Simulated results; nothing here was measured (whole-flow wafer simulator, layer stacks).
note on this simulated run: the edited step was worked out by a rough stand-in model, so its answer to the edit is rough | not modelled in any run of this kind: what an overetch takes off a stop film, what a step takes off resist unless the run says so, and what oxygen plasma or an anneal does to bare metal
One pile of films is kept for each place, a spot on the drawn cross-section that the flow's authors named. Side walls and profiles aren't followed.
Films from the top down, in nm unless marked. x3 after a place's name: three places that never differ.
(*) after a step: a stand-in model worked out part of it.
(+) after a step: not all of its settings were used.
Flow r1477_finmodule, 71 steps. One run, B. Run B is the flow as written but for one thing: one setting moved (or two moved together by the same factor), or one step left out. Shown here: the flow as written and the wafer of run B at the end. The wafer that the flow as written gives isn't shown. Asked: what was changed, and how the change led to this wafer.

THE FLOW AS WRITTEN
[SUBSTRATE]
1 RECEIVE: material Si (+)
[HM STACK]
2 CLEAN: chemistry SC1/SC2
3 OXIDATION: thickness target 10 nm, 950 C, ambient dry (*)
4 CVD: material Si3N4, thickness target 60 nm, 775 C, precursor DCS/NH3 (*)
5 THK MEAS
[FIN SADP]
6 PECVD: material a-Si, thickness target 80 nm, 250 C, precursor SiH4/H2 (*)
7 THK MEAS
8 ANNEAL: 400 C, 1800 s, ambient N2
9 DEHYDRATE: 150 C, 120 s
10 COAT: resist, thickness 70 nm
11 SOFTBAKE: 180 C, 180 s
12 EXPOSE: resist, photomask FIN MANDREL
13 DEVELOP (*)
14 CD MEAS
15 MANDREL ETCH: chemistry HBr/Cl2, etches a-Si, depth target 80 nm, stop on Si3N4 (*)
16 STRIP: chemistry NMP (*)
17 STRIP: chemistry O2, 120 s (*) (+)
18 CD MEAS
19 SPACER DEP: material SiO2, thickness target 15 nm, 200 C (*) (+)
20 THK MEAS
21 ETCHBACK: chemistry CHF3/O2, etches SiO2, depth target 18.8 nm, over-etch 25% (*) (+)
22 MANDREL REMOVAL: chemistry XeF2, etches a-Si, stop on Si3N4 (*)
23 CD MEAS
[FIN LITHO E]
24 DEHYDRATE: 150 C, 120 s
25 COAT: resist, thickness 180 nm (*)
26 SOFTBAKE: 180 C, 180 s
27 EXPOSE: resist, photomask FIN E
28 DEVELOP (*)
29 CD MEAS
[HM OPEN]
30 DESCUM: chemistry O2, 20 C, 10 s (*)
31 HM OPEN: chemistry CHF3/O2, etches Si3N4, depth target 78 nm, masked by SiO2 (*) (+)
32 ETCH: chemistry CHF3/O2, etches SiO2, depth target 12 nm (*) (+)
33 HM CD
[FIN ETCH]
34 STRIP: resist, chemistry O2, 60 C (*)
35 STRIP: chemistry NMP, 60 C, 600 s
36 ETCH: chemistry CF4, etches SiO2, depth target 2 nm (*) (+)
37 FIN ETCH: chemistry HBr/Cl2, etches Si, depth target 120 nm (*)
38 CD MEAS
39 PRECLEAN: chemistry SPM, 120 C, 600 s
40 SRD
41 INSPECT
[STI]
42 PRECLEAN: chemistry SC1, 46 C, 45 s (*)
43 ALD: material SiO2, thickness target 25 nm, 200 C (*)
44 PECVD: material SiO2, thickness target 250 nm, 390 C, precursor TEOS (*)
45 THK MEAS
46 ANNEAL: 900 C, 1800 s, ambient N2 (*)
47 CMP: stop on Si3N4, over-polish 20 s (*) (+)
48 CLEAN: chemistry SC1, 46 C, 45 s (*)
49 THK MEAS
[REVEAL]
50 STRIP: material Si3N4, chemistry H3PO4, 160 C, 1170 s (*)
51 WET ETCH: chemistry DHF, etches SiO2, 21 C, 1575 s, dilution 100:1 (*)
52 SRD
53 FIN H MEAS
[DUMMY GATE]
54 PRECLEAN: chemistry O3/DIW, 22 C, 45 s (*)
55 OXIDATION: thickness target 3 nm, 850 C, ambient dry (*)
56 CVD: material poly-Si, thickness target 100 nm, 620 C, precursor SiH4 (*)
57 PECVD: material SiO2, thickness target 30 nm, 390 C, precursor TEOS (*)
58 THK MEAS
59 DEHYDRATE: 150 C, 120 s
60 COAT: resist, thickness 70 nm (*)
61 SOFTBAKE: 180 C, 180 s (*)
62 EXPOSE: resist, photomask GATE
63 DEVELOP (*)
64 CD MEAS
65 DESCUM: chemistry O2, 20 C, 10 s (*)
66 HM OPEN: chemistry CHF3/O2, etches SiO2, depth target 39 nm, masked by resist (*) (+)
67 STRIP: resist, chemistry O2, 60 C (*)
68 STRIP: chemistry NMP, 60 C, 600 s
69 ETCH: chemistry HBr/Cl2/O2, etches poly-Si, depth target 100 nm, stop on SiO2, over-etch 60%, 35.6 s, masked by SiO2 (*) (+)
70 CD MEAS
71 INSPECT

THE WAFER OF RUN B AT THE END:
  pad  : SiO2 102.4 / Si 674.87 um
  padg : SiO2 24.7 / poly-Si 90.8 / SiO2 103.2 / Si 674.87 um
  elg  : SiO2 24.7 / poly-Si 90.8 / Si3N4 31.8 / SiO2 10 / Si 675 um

The cause: step 56, CVD: thickness target 90.8 nm was run, where the flow has thickness target 100 nm.
It can be read off the wafer: padg has poly-Si 90.8, and step 56 as written asks for 100 nm.

How the change led to this, step by step:
  56 CVD: material poly-Si, thickness target 100 nm, 620 C, precursor SiH4 (*)
      pad, padg, elg and 26 more: poly-Si +90.8 (new film) (as written it would be: poly-Si +100 (new film))
      s40cg, s40co: poly-Si +104.5 (new film) (as written it would be: poly-Si +113.9 (new film))
      (and at 5 more places)
  69 ETCH: chemistry HBr/Cl2/O2, etches poly-Si, depth target 100 nm, stop on SiO2, over-etch 60%, 35.6 s, masked by SiO2 (*) (+)
      pad, eso, e40so and 8 more: chemical SiO2 -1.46 (all of it), poly-Si -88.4 (all of it), SiO2 -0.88 (as written it would be: chemical SiO2 -1.46 (all of it), poly-Si -97.6 (all of it), SiO2 -0.42)
      elo, e40lo, e100lo, e200lo: chemical SiO2 -1.46 (all of it), poly-Si -88.4 (all of it), Si3N4 -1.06 (as written it would be: chemical SiO2 -1.46 (all of it), poly-Si -97.6 (all of it), Si3N4 -0.22)
      (and at 3 more places)
